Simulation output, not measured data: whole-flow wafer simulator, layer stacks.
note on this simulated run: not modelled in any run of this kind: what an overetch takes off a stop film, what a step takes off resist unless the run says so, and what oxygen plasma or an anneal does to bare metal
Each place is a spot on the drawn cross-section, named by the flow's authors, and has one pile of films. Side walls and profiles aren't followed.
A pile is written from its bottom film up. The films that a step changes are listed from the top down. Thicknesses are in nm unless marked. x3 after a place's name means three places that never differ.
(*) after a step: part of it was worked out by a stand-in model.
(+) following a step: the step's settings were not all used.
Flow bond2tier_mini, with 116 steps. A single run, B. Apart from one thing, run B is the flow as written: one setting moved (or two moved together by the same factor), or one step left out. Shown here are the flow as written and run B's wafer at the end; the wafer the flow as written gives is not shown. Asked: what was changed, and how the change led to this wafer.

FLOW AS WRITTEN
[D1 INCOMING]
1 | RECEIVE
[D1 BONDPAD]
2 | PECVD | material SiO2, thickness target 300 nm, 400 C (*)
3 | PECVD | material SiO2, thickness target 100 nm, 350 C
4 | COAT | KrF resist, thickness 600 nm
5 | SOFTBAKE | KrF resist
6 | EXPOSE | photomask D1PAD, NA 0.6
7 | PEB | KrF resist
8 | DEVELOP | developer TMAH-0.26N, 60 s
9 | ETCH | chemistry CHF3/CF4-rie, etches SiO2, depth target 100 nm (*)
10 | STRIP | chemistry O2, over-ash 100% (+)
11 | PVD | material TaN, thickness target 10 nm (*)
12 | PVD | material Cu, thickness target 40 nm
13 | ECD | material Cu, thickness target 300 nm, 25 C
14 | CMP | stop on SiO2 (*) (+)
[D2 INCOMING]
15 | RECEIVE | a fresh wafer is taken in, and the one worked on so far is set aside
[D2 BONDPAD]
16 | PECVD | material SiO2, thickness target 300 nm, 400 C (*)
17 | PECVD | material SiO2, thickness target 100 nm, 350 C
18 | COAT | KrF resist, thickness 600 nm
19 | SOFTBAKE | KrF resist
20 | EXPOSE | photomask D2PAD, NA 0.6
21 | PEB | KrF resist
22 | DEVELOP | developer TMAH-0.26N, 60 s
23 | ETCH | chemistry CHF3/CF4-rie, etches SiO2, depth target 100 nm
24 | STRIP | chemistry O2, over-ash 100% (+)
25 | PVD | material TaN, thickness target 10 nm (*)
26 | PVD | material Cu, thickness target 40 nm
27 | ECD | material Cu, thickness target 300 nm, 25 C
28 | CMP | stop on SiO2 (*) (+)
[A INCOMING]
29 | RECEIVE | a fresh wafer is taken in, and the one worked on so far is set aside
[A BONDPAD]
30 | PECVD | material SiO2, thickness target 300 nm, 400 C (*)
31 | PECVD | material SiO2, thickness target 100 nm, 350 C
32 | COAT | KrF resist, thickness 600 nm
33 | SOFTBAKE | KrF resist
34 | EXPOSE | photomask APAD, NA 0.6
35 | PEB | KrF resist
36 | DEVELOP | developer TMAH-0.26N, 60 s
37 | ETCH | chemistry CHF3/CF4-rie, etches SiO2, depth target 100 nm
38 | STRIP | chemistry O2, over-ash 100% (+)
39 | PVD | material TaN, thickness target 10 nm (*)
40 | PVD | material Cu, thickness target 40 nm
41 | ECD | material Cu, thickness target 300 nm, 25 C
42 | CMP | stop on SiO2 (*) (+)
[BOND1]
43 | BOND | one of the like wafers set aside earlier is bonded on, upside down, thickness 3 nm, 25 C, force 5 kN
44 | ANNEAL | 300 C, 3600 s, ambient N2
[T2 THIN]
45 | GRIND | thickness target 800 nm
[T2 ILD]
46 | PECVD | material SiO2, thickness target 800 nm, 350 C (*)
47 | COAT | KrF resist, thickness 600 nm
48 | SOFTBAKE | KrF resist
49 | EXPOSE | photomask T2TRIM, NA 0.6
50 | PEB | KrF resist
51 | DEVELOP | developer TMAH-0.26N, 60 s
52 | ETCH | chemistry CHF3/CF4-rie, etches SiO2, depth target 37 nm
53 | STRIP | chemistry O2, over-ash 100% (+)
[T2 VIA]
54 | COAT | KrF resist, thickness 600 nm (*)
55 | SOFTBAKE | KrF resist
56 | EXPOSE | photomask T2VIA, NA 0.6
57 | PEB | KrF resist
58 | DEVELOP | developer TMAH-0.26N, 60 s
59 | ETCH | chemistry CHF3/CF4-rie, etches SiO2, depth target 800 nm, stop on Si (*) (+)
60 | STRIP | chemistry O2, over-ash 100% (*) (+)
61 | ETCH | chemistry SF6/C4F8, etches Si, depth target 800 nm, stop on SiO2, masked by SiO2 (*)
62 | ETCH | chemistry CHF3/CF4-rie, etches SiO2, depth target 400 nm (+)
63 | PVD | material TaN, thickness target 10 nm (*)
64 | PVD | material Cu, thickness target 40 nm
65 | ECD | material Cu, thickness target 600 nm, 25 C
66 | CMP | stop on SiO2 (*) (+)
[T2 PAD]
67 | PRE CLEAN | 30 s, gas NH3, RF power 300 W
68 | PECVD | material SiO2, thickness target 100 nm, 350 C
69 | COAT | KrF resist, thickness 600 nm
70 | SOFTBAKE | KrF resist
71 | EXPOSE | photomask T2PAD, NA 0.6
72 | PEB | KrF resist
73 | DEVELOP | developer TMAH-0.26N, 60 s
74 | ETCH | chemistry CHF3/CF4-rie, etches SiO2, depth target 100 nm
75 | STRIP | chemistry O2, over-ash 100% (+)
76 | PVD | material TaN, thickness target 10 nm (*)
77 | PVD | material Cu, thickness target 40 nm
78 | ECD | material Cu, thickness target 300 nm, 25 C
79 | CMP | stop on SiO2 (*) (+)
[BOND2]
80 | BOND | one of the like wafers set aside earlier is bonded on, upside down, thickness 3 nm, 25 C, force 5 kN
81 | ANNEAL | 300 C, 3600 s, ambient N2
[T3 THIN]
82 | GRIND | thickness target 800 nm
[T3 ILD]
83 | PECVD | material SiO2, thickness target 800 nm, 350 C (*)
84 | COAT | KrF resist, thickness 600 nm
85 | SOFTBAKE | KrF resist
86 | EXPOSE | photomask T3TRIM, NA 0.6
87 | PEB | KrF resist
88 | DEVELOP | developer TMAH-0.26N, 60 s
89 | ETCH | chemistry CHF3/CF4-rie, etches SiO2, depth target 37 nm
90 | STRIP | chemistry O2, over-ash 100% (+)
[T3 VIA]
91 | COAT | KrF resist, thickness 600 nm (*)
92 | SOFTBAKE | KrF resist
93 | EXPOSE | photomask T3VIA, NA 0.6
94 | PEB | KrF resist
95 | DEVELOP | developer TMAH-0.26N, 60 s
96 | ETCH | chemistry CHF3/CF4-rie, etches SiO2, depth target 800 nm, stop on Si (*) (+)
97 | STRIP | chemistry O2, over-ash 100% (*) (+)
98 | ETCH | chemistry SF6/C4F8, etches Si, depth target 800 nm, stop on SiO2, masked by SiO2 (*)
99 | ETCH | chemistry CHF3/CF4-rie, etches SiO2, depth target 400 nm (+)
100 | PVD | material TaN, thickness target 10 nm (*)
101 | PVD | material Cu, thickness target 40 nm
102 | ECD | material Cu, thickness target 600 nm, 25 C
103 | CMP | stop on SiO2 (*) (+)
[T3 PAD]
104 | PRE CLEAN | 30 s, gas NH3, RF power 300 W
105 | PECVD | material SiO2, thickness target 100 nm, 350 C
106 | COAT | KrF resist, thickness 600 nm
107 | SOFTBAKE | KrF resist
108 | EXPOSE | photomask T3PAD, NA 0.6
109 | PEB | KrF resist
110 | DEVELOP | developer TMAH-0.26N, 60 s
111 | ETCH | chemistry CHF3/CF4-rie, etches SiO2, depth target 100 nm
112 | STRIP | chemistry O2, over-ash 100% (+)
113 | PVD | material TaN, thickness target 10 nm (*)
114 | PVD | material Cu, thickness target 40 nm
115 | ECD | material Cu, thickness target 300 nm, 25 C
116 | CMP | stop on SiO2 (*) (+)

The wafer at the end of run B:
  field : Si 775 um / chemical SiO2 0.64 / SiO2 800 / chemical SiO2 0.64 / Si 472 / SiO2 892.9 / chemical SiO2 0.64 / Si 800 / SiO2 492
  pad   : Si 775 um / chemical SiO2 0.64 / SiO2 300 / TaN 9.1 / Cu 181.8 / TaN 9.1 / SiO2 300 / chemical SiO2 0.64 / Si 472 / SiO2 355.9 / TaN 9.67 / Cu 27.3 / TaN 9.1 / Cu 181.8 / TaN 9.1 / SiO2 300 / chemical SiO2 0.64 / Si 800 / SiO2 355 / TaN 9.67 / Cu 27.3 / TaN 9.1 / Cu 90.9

What caused this: step 45, GRIND: thickness target 472 nm was run, though the flow has thickness target 800 nm.
One can read it off the wafer: field has Si 472, and step 45 as written asks for 800 nm.

The path from the change to this, step by step:
  45 | GRIND | thickness target 800 nm
      field, pad, via: Si loses 774.53 um (as written it would have been: Si loses 774.2 um)
  61 | ETCH | chemistry SF6/C4F8, etches Si, depth target 800 nm, stop on SiO2, masked by SiO2 (*)
      field, pad: SiO2 loses 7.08 (as written it would have been: SiO2 loses 8)
